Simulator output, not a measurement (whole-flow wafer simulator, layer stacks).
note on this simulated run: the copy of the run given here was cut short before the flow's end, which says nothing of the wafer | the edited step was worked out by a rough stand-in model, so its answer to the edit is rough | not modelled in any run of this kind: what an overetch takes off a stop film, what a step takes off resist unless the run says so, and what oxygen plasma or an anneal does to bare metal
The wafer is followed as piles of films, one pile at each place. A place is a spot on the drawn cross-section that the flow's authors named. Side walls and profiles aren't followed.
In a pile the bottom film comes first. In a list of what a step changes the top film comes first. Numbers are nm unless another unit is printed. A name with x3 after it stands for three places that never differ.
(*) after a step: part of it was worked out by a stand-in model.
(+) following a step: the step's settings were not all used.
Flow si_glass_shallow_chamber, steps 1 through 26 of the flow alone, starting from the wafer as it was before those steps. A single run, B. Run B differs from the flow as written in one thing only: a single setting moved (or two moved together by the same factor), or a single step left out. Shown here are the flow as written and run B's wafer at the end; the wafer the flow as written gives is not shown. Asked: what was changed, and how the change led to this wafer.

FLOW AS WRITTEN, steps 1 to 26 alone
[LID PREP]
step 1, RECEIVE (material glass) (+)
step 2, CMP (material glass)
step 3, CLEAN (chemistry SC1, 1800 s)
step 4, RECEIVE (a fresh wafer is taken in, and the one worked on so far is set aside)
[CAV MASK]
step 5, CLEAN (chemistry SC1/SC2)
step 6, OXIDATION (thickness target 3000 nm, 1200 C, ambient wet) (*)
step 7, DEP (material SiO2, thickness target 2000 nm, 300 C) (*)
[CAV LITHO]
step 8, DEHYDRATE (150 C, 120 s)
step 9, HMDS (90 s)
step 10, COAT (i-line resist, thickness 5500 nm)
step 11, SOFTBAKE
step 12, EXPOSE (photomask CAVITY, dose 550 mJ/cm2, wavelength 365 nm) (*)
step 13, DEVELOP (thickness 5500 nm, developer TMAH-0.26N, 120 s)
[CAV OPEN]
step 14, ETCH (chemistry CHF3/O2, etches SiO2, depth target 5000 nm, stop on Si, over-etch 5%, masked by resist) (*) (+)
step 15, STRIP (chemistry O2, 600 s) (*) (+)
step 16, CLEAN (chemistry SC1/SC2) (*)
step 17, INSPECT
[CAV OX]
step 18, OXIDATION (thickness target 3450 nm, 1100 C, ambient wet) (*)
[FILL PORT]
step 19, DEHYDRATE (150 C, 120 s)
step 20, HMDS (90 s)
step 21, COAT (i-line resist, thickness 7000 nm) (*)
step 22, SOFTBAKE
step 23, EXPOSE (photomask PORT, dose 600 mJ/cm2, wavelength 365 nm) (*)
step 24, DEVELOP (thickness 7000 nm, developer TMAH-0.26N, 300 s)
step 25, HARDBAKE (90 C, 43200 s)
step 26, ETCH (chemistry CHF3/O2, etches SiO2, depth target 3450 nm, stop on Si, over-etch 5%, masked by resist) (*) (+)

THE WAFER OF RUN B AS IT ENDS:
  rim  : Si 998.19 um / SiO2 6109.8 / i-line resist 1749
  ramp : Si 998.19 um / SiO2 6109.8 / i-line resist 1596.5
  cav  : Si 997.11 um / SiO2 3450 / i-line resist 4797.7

The reason: step 26, ETCH: over-etch 3.5% was run, whereas the flow has over-etch 5%.

How this came from the change, step by step:
  step 26, ETCH (chemistry CHF3/O2, etches SiO2, depth target 3450 nm, stop on Si, over-etch 5%, masked by resist) (*) (+)
      port: SiO2 loses 3450 (all of it), Si loses 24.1 (it would be, as written: SiO2 loses 3450 (all of it), Si loses 34.5)
